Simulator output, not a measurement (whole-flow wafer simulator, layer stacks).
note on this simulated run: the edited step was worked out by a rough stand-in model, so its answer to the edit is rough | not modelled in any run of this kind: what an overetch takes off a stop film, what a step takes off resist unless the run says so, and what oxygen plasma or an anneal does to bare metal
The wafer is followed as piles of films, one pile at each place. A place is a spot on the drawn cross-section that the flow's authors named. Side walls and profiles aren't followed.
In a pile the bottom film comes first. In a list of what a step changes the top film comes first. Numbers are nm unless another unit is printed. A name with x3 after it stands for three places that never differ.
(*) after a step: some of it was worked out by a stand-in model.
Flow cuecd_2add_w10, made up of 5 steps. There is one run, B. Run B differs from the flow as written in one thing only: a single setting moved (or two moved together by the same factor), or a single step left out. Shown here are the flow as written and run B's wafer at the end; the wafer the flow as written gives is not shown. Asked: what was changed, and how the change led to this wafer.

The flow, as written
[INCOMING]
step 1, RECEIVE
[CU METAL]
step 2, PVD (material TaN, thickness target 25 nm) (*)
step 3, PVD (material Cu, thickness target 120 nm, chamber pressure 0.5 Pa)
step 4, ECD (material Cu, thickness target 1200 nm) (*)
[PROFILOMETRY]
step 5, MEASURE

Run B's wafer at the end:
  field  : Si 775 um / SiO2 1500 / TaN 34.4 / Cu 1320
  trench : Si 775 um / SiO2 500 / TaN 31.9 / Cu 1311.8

The reason: step 2, PVD: thickness target 34.4 nm was run, while the flow as written has thickness target 25 nm.
The wafer lets one read it off: field has TaN 34.4, and step 2 as written asks for 25 nm.

Step by step, how the change led to this:
  step 2, PVD (material TaN, thickness target 25 nm) (*)
      field: +34.4 TaN (new film) (in the flow as written it would be: +25 TaN (new film))
      trench: +31.9 TaN (new film) (in the flow as written it would be: +23.2 TaN (new film))
